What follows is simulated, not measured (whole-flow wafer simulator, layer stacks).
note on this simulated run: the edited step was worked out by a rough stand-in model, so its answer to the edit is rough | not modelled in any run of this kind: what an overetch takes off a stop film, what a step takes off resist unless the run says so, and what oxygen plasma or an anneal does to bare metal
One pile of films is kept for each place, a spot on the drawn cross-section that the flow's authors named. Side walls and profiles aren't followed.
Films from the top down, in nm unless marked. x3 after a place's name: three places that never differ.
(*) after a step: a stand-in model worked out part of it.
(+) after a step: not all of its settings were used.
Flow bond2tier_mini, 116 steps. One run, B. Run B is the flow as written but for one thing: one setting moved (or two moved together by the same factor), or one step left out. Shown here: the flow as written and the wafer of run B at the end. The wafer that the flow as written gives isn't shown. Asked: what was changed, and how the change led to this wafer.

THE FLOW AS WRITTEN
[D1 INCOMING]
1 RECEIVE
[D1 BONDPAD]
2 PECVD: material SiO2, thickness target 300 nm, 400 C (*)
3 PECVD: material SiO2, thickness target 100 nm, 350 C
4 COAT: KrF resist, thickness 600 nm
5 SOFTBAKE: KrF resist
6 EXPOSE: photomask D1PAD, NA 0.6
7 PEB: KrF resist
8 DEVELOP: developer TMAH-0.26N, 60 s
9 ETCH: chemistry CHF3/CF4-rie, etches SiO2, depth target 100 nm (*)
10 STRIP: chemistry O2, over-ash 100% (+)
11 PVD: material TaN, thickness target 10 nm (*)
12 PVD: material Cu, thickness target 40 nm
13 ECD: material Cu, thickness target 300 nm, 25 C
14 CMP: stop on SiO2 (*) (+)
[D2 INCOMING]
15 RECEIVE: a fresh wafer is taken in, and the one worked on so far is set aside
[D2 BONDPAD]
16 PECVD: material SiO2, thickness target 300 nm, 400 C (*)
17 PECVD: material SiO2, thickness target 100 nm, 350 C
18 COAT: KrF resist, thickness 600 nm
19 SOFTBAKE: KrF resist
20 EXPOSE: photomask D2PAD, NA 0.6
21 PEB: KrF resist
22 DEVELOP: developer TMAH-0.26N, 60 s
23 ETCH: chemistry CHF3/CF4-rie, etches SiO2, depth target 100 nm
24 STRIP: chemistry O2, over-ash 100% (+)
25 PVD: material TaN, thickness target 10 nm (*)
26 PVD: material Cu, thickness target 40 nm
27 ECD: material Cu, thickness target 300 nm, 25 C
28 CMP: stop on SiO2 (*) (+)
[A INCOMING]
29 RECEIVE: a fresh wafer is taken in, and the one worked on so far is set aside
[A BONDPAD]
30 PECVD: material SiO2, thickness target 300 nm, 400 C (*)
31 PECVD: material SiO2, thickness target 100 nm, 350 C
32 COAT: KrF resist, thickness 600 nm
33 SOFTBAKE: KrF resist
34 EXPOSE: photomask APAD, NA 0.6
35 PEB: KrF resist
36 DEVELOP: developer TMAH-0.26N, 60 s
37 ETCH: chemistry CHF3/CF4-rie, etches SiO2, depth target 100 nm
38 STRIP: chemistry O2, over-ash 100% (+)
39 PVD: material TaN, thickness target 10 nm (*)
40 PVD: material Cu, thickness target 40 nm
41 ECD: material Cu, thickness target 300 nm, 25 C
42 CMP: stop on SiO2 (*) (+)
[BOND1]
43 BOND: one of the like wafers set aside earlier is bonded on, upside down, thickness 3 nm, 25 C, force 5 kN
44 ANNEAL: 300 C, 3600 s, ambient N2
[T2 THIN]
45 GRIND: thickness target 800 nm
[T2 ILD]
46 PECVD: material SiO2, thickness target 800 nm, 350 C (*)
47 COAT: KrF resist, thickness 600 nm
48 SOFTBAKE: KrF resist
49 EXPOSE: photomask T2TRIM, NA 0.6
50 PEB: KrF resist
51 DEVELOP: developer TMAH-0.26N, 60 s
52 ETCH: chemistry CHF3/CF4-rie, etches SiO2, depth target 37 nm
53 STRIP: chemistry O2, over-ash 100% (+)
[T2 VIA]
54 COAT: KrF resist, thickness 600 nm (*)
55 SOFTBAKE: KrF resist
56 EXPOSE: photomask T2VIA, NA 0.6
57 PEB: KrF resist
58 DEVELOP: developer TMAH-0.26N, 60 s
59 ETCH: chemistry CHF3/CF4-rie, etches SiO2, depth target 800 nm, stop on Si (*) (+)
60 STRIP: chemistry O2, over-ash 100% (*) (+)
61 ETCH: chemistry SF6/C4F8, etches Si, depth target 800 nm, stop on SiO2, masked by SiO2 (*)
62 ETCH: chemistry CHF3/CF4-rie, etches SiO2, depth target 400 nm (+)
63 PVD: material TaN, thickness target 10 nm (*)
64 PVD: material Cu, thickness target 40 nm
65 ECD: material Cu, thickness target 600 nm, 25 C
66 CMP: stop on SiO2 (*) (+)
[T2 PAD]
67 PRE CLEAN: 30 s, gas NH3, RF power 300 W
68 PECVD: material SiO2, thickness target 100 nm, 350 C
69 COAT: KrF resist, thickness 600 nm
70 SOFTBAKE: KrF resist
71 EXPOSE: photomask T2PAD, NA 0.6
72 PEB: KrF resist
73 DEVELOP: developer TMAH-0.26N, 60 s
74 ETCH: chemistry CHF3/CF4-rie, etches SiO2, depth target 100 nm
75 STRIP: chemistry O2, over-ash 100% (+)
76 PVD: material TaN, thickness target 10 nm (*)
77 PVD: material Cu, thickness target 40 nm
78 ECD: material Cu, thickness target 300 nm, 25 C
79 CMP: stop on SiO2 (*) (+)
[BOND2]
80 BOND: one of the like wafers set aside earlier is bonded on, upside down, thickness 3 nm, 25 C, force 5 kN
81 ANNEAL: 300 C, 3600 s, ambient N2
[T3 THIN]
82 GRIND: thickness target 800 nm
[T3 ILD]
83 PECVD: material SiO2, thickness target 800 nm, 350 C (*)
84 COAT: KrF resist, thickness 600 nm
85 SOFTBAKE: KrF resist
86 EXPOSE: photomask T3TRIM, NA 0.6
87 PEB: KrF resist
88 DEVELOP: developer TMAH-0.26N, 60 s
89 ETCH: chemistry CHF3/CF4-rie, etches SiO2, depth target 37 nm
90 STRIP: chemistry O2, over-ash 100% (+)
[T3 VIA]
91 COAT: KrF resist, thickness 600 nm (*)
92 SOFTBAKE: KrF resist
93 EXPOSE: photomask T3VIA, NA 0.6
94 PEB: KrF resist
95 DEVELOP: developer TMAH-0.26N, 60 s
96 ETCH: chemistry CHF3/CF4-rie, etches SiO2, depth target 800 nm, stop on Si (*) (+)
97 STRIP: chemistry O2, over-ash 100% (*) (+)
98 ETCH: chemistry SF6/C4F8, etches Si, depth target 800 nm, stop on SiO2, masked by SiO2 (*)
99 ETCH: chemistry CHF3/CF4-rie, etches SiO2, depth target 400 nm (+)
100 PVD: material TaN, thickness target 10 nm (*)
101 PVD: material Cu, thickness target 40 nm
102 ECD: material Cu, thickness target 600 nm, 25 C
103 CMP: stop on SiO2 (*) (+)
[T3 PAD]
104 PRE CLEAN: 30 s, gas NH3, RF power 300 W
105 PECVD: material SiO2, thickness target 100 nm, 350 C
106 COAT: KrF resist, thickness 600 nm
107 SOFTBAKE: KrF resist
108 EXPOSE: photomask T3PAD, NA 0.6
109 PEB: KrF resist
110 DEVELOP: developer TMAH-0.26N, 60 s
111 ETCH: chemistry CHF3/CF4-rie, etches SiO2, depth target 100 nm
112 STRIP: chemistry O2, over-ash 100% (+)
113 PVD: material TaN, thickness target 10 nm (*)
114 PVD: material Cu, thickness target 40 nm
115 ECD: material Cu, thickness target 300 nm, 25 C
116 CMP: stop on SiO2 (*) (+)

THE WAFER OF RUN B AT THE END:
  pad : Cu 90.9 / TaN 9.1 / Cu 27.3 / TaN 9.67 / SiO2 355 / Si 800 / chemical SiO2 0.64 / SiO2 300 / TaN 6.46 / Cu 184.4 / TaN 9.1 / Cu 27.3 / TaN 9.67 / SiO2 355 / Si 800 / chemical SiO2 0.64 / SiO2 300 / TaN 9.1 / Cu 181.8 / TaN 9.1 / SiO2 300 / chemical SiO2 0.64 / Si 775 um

The cause: step 25, PVD: thickness target 7.1 nm was run, where the flow has thickness target 10 nm.

How the change led to this, step by step:
  25 PVD: material TaN, thickness target 10 nm (*)
      field: TaN +7.1 (new film) (as written it would be: TaN +10 (new film))
      pad: TaN +6.46 (new film) (as written it would be: TaN +9.1 (new film))
      (and at 1 more place)
  28 CMP: stop on SiO2 (*) (+)
      field: Cu -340 (all of it), TaN -7.1 (all of it) (as written it would be: Cu -340 (all of it), TaN -10 (all of it))
  80 BOND: one of the like wafers set aside earlier is bonded on, upside down, thickness 3 nm, 25 C, force 5 kN
      pad: Si +775 um (new film), chemical SiO2 +0.64 (new film), SiO2 +300 (new film), TaN +6.46 (new film), Cu +93.5 (as written it would be: Si +775 um (new film), chemical SiO2 +0.64 (new film), SiO2 +300 (new film), TaN +9.1 (new film), Cu +90.9)
